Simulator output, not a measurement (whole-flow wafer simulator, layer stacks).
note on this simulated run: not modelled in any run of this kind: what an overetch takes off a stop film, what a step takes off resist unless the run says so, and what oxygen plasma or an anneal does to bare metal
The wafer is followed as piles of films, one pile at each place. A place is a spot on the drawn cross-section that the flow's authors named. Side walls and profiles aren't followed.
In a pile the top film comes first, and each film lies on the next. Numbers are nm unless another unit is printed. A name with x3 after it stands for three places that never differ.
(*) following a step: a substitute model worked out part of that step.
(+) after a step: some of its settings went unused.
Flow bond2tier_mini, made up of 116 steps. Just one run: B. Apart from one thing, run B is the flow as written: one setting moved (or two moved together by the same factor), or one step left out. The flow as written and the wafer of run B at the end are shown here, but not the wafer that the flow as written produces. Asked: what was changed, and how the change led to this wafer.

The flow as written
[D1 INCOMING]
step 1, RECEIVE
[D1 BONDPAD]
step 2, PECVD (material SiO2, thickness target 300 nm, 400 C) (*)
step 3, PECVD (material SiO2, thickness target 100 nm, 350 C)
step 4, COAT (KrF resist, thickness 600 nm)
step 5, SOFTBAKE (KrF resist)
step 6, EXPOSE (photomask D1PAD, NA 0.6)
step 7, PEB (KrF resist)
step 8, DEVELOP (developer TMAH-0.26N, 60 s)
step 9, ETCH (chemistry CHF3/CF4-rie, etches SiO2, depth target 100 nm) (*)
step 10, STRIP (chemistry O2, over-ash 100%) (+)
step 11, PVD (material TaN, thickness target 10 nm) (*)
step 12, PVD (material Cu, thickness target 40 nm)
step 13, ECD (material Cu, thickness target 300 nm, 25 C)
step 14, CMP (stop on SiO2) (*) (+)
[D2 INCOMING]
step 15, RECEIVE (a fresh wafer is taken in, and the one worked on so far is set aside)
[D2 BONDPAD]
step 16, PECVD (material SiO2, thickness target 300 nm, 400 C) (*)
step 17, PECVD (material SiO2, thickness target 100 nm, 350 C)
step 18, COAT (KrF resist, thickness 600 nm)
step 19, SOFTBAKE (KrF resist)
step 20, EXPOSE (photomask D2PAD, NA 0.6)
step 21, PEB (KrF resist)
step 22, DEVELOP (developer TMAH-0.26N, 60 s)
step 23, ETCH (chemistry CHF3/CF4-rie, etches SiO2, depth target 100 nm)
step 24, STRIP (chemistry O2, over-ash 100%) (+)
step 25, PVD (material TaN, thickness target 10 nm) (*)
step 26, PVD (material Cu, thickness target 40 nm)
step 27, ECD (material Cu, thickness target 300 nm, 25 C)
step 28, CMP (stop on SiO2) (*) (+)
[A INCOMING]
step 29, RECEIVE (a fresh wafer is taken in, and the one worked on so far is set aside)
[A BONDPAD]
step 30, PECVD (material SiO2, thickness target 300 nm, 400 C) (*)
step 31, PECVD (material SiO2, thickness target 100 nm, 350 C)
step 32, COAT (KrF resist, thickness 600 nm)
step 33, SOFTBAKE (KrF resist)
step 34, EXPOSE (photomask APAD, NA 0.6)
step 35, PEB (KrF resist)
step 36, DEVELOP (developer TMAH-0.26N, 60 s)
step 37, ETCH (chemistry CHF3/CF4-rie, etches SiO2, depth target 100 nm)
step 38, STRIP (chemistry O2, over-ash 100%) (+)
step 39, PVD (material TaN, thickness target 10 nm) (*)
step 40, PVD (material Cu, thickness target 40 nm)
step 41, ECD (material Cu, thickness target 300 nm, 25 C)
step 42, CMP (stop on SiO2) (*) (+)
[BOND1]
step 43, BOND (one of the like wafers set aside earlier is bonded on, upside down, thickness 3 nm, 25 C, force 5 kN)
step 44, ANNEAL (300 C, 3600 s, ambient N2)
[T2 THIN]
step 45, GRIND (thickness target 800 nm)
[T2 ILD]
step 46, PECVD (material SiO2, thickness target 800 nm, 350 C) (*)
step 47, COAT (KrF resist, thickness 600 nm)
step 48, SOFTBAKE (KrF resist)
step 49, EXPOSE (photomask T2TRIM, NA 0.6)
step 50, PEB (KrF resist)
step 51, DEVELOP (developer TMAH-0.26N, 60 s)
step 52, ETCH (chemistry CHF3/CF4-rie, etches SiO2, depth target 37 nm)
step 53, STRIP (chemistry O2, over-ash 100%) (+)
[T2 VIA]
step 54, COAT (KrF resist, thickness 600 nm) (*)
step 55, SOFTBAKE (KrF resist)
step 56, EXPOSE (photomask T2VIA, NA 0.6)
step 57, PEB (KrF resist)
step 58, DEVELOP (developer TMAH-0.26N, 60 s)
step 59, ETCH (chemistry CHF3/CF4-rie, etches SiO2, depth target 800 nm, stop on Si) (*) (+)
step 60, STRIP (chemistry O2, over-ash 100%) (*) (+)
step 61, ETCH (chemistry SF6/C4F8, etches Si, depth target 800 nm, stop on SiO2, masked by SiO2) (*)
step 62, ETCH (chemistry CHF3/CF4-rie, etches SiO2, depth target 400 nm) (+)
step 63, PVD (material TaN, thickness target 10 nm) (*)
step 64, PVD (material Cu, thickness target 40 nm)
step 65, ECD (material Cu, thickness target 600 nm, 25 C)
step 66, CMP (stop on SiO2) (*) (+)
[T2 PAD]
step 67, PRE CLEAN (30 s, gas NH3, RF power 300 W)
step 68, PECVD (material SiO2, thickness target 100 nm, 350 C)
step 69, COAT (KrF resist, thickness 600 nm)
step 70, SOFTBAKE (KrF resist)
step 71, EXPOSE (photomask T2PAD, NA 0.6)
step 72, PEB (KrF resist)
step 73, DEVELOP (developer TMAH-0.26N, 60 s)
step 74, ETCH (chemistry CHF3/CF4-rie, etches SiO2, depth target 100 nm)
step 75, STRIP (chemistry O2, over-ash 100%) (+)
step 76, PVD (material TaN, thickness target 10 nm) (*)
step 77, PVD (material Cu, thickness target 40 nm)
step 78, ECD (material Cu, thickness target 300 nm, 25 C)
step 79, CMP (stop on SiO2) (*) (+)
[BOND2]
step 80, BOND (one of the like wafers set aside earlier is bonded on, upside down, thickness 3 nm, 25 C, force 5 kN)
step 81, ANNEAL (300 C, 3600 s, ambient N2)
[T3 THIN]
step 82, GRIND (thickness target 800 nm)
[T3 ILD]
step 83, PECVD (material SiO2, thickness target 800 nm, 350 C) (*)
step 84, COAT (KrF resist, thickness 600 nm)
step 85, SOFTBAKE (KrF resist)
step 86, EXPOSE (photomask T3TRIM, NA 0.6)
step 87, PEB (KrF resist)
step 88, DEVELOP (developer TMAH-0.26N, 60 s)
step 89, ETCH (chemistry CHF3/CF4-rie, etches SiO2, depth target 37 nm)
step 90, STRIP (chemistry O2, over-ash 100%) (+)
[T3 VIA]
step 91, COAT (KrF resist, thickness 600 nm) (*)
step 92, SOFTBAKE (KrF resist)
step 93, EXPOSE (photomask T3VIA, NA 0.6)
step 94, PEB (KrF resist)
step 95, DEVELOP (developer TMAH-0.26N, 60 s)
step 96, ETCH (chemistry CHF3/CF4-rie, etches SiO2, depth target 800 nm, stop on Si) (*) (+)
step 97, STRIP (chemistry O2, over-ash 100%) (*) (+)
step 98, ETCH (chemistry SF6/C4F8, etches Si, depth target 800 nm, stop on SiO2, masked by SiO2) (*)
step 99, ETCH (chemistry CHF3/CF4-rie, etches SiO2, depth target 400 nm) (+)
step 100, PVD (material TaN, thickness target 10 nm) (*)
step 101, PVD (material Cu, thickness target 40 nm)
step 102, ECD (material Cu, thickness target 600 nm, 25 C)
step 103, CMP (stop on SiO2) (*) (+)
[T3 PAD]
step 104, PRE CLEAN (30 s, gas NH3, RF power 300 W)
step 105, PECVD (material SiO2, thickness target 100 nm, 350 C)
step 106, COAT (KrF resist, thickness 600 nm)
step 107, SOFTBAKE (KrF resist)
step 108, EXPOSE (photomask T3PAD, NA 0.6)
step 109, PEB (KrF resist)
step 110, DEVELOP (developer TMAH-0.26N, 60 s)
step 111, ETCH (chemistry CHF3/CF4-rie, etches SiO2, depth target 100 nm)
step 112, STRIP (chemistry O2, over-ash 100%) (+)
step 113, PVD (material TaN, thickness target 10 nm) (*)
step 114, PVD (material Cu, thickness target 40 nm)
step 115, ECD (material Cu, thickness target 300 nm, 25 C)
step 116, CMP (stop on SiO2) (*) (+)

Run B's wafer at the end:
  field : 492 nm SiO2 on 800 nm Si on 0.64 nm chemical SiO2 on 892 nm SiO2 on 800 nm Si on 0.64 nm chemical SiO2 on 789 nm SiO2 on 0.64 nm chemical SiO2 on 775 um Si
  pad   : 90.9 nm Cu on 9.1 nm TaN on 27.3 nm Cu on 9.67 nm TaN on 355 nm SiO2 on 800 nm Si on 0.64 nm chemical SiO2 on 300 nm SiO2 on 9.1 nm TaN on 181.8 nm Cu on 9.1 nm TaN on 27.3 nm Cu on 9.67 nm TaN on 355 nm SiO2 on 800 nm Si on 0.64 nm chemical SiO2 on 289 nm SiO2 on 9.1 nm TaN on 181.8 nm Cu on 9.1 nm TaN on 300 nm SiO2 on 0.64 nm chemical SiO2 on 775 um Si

The reason: step 3, PECVD: thickness target 89 nm was run, while the flow as written has thickness target 100 nm.

Step by step, how the change led to this:
  step 3, PECVD (material SiO2, thickness target 100 nm, 350 C)
      field, pad, via: +89 SiO2 (in the flow as written it would be: +100 SiO2)
  step 43, BOND (one of the like wafers set aside earlier is bonded on, upside down, thickness 3 nm, 25 C, force 5 kN)
      field: +775 um Si (new film), +0.64 chemical SiO2 (new film), +389 SiO2 (in the flow as written it would be: +775 um Si (new film), +0.64 chemical SiO2 (new film), +400 SiO2)
      pad: +775 um Si (new film), +0.64 chemical SiO2 (new film), +289 SiO2 (new film), +9.1 TaN (new film), +90.9 Cu (in the flow as written it would be: +775 um Si (new film), +0.64 chemical SiO2 (new film), +300 SiO2 (new film), +9.1 TaN (new film), +90.9 Cu)
      (as well as at 1 more place)
